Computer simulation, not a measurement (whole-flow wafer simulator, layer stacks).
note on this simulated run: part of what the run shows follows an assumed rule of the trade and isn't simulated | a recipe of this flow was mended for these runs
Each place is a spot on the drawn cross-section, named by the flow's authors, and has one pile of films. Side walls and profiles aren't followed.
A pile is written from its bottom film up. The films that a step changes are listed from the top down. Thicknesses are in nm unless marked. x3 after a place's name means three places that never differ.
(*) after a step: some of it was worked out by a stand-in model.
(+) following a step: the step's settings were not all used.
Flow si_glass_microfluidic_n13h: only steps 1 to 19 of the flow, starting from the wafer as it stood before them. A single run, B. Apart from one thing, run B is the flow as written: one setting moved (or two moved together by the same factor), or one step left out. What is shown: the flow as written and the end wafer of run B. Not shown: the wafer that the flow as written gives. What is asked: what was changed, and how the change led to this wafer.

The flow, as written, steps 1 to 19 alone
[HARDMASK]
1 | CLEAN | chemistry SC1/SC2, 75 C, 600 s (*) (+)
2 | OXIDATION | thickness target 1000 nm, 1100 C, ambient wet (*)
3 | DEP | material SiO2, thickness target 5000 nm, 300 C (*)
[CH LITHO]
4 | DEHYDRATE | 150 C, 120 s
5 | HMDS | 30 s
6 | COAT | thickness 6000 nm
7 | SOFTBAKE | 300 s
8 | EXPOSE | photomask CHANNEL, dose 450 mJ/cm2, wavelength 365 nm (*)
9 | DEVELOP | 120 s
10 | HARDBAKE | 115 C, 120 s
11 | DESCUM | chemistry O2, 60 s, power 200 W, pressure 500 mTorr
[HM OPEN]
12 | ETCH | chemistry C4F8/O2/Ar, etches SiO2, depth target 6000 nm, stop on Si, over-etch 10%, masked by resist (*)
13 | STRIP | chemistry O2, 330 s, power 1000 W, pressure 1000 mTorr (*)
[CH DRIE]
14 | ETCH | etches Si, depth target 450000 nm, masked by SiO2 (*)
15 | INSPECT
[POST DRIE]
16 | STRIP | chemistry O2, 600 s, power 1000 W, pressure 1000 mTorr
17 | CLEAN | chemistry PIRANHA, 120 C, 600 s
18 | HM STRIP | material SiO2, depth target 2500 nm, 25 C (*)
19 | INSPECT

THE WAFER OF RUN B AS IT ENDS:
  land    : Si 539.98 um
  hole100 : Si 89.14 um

The reason: step 2, OXIDATION: 770 C was run, though the flow has 1100 C.

The path from the change to this, step by step:
  2 | OXIDATION | thickness target 1000 nm, 1100 C, ambient wet (*)
      land, hole100: +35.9 SiO2 (new film), -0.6 chemical SiO2 (all of it), -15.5 Si (it would be, as written: +1000 SiO2 (new film), -0.6 chemical SiO2 (all of it), -439.7 Si)
  12 | ETCH | chemistry C4F8/O2/Ar, etches SiO2, depth target 6000 nm, stop on Si, over-etch 10%, masked by resist (*)
      land: -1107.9 thick-i-line-resist (it would be, as written: -1320 thick-i-line-resist)
      hole100: -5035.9 SiO2 (all of it), -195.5 Si (it would be, as written: -6000 SiO2 (all of it), -75 Si)
  13 | STRIP | chemistry O2, 330 s, power 1000 W, pressure 1000 mTorr (*)
      land: -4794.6 thick-i-line-resist (all of it) (it would be, as written: -4582.5 thick-i-line-resist (all of it))
  18 | HM STRIP | material SiO2, depth target 2500 nm, 25 C (*)
      land: -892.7 SiO2 (all of it) (it would be, as written: -1854.4 SiO2 (all of it))
